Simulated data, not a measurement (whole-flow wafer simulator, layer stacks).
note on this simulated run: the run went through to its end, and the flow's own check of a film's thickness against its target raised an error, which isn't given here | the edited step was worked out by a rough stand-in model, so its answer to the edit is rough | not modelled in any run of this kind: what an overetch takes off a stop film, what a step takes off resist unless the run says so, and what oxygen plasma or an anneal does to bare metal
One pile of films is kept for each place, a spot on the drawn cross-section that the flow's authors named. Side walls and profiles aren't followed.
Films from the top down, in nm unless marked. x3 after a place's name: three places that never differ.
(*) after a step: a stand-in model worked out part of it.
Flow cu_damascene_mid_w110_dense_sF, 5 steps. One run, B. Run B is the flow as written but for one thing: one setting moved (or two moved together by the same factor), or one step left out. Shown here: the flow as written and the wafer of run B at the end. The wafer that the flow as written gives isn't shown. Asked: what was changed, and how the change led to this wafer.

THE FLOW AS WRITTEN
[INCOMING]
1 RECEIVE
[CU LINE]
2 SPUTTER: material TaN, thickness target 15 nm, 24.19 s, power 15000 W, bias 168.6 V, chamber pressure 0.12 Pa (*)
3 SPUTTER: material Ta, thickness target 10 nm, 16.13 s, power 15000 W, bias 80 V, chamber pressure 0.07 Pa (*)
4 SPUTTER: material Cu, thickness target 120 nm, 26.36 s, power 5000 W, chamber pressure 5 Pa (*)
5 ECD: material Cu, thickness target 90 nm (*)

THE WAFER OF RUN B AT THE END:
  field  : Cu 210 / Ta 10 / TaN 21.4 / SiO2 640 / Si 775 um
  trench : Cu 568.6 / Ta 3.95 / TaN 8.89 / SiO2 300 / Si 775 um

The cause: step 2, SPUTTER: thickness target 21.4 nm was run, where the flow has thickness target 15 nm; step 2, SPUTTER: 34.47 s was run, where the flow has 24.19 s.
It can be read off the wafer: field has TaN 21.4, and step 2 as written asks for 15 nm.

How the change led to this, step by step:
  2 SPUTTER: material TaN, thickness target 15 nm, 24.19 s, power 15000 W, bias 168.6 V, chamber pressure 0.12 Pa (*)
      field: TaN +21.4 (new film) (as written it would be: TaN +15 (new film))
      trench: TaN +8.89 (new film) (as written it would be: TaN +6.23 (new film))
  4 SPUTTER: material Cu, thickness target 120 nm, 26.36 s, power 5000 W, chamber pressure 5 Pa (*)
      trench: Cu +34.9 (new film) (as written it would be: Cu +35.7 (new film))
